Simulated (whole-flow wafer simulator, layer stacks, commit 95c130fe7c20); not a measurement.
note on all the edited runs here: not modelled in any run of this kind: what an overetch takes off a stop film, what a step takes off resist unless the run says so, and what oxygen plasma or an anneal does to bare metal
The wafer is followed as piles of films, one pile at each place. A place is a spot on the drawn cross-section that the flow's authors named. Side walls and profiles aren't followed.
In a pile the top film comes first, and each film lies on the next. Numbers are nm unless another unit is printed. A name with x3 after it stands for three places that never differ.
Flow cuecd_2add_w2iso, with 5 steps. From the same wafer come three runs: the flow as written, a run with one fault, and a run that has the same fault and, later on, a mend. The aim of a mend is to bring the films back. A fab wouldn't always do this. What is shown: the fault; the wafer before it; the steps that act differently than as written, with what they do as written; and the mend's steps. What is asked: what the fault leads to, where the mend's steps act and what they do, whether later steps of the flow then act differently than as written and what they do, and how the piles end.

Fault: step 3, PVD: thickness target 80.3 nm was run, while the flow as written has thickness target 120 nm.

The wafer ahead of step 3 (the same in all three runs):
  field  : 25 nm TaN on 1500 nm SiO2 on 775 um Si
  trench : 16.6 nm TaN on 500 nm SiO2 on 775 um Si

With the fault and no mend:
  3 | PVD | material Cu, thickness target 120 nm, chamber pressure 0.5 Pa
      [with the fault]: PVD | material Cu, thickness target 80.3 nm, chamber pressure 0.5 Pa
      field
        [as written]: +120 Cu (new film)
        [with the fault]: +80.3 Cu (new film)
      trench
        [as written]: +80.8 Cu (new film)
        [with the fault]: +54.2 Cu (new film)
  Every later step of the flow that is run acts as written, at every place that is followed, to within 2% or 0.5 nm, whichever is larger.
  At field, the piles at the end differ from the flow's by more than 2% or 0.5 nm, whichever is larger.
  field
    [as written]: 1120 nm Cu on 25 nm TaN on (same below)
    [with the fault]: 1080.3 nm Cu on 25 nm TaN on (same below)

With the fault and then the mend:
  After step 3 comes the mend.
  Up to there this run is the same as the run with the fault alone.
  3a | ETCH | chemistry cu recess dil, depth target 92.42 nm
      field
        -80.3 Cu (all of it)
      trench
        -54.2 Cu (all of it)
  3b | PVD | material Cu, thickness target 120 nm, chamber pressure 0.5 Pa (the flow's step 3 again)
      field
        +120 Cu (new film)
      trench
        +80.8 Cu (new film)
  Every later step of the flow that is run acts as written at every place that is followed.
  The piles end the same as the flow's at every place that both follow.
